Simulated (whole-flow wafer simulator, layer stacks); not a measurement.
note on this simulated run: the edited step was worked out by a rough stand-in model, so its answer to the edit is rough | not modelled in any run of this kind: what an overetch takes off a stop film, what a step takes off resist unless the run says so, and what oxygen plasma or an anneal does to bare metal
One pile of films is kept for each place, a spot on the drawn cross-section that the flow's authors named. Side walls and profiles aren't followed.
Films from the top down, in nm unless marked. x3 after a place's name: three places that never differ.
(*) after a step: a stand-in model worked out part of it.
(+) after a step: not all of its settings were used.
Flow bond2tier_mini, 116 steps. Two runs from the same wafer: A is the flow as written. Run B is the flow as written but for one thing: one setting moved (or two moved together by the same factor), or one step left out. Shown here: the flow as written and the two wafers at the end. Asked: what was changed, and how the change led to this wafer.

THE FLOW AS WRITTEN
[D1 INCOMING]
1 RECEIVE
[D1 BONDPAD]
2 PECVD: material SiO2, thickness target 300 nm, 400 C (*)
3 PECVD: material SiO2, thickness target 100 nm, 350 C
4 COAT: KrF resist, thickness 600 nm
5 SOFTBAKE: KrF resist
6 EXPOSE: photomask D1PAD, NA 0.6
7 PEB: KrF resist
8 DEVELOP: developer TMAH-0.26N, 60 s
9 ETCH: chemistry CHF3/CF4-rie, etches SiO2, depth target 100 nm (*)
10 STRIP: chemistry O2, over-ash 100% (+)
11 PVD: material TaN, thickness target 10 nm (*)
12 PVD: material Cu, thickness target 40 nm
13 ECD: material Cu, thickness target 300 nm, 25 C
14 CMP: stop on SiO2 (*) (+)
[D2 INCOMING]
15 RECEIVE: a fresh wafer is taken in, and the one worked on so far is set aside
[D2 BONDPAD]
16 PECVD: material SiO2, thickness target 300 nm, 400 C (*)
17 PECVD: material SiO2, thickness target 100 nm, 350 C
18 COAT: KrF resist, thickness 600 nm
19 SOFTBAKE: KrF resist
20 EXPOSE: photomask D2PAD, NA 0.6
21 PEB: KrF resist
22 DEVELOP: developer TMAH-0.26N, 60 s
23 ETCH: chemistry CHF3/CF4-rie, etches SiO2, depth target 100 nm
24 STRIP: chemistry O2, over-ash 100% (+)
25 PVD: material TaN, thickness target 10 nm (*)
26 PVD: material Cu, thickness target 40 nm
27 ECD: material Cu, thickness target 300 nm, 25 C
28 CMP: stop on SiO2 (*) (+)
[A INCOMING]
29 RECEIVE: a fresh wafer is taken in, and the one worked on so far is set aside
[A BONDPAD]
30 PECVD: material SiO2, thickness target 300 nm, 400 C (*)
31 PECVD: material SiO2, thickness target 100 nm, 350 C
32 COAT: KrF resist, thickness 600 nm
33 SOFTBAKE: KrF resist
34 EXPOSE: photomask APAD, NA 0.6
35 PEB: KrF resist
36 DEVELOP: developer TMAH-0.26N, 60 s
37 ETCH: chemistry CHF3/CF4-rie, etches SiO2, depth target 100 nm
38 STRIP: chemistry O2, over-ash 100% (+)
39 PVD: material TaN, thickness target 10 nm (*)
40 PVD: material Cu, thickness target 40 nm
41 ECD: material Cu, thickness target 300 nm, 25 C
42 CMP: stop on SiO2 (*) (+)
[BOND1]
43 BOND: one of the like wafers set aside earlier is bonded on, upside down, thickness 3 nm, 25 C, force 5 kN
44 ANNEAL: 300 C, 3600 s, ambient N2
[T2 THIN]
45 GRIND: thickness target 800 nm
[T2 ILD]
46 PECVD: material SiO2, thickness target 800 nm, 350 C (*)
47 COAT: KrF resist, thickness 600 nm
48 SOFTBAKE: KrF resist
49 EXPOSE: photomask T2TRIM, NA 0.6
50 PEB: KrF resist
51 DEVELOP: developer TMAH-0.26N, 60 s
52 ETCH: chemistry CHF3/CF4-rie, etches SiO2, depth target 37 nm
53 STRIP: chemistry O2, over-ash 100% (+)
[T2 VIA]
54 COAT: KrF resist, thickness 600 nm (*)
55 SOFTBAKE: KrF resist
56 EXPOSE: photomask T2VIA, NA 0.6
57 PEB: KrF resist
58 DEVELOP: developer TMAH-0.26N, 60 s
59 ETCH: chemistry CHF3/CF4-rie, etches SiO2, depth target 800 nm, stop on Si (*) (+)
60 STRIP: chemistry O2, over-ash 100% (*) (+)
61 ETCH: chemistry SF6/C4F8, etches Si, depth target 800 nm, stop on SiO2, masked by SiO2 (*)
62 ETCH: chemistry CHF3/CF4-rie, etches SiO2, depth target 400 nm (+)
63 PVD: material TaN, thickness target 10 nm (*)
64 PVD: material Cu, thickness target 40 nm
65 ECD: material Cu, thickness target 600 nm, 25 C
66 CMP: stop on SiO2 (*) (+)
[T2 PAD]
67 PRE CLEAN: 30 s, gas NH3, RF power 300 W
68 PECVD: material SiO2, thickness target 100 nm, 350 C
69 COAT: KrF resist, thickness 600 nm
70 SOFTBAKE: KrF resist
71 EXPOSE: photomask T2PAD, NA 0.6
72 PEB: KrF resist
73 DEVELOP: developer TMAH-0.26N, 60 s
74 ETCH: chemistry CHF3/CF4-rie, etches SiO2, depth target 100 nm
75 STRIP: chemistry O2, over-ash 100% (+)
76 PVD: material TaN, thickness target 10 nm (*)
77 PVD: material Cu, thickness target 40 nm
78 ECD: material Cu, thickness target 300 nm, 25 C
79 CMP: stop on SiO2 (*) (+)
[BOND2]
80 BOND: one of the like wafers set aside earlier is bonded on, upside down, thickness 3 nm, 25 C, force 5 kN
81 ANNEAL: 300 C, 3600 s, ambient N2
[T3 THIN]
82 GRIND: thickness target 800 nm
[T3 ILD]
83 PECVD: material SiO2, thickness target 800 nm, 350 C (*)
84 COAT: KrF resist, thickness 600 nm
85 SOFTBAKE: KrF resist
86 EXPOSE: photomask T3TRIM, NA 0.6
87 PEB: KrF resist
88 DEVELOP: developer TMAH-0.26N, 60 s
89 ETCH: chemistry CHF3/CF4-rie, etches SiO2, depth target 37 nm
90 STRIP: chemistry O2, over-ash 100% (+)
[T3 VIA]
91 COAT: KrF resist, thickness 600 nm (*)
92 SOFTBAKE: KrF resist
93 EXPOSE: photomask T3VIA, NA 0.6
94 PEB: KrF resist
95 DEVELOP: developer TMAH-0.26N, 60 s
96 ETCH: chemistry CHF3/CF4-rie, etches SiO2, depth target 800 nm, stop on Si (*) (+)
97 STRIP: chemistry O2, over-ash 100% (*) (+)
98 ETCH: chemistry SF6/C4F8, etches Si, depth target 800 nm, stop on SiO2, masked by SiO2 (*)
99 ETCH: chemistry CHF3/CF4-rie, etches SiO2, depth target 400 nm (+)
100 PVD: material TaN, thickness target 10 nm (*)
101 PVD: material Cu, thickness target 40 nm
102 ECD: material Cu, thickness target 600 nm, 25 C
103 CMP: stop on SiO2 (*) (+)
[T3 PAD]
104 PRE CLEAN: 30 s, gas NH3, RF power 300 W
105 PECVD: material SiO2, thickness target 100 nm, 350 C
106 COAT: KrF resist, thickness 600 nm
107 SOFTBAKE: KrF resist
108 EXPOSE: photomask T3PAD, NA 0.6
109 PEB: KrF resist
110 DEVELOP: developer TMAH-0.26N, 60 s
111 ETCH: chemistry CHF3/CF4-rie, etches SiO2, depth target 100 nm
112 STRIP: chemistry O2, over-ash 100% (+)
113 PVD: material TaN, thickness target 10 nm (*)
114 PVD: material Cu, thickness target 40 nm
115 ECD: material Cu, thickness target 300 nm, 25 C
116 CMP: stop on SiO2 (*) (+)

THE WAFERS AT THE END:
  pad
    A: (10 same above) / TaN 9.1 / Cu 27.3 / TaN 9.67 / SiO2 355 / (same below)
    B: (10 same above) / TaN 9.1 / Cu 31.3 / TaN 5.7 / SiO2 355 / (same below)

The cause: step 63, PVD: thickness target 5.9 nm was run, where the flow has thickness target 10 nm.

How the change led to this, step by step:
  63 PVD: material TaN, thickness target 10 nm (*)
      field: A TaN +10 (new film) | B TaN +5.9 (new film)
      pad: A TaN +9.67 (new film) | B TaN +5.7 (new film)
  66 CMP: stop on SiO2 (*) (+)
      field: A Cu -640 (all of it), TaN -10 (all of it) | B Cu -640 (all of it), TaN -5.9 (all of it)
